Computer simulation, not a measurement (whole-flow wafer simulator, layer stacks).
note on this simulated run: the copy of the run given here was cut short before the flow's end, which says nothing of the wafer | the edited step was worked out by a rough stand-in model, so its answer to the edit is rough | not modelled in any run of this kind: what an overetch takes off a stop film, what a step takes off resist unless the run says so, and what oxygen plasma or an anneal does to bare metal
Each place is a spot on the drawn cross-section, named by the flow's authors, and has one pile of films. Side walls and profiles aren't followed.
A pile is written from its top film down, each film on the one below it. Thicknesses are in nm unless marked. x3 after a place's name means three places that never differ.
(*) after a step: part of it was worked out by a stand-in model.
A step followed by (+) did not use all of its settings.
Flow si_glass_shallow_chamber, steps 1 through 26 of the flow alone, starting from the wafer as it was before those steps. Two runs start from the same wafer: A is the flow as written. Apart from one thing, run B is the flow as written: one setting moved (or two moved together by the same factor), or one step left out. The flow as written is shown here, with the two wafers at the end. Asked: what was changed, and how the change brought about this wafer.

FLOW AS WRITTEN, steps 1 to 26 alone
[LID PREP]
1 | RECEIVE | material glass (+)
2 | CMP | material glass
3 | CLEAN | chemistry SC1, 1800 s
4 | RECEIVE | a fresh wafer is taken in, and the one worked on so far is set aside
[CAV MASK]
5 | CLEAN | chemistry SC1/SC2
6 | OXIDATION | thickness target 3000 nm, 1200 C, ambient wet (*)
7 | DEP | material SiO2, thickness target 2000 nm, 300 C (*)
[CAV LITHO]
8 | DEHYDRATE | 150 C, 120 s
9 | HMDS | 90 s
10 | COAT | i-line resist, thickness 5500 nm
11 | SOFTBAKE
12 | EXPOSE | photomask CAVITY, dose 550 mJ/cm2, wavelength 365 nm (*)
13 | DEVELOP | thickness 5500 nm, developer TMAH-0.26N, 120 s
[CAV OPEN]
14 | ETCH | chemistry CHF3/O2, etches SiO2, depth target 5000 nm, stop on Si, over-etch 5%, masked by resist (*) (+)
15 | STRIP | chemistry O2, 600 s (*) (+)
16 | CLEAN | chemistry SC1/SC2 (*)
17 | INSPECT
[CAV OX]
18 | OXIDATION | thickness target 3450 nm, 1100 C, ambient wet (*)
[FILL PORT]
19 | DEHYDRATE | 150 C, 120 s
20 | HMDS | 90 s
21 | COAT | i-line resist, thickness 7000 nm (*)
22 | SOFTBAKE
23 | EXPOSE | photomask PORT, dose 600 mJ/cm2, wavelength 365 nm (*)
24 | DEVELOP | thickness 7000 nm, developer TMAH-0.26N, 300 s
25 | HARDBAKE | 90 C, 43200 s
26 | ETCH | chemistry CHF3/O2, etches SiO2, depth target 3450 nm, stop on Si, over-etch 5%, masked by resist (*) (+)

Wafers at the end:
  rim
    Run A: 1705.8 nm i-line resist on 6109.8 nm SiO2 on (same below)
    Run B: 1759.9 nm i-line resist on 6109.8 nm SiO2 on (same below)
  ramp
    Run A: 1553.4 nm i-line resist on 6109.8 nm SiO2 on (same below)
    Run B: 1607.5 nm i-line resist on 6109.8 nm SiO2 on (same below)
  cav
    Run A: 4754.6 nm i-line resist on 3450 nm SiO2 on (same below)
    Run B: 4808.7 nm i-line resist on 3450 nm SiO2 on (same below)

Cause: step 26, ETCH: over-etch 3.12% was run, whereas the flow has over-etch 5%.

Step by step, how the change led to this:
  26 | ETCH | chemistry CHF3/O2, etches SiO2, depth target 3450 nm, stop on Si, over-etch 5%, masked by resist (*) (+)
      port: A SiO2 loses 3450 (all of it), Si loses 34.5 | B SiO2 loses 3450 (all of it), Si loses 21.5
